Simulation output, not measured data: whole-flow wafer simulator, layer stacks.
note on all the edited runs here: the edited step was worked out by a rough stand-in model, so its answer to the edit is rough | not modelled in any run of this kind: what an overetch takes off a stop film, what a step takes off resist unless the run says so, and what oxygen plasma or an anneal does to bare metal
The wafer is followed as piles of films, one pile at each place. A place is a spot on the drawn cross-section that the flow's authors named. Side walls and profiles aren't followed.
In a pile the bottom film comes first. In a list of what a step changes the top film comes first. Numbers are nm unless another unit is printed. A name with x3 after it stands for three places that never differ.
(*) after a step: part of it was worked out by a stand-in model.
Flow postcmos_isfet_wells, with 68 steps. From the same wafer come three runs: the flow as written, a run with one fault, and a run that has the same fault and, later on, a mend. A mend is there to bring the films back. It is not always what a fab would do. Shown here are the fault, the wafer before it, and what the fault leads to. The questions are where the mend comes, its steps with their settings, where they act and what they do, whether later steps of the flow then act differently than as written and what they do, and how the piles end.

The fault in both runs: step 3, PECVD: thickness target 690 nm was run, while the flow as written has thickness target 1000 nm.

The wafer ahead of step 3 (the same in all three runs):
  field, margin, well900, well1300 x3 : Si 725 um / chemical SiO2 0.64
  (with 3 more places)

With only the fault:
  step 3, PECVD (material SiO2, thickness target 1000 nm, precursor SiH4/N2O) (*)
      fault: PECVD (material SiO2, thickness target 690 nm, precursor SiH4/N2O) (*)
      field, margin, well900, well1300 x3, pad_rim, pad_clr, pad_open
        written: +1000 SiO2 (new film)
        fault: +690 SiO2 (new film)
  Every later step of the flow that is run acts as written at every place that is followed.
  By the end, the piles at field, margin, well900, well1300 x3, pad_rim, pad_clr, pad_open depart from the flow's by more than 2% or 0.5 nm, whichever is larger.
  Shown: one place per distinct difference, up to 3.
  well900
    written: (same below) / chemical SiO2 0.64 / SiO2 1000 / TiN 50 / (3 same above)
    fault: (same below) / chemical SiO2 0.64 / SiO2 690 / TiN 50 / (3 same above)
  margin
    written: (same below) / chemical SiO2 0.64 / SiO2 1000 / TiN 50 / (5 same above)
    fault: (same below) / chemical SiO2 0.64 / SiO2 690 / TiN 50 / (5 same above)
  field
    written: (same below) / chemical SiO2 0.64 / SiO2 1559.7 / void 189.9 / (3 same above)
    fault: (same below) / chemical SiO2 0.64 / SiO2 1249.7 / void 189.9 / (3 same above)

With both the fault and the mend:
  After step 3 comes the mend.
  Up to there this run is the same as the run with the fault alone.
  step 3a, PECVD (material SiO2, thickness target 310 nm, precursor SiH4/N2O) (*) (the flow's step 3, run once more with other settings)
      field, margin, well900, well1300 x3, pad_rim, pad_clr, pad_open
        +310 SiO2
  Every later step of the flow that is run acts as written at every place that is followed.
  By the end, the piles equal the flow's at every place that both follow.
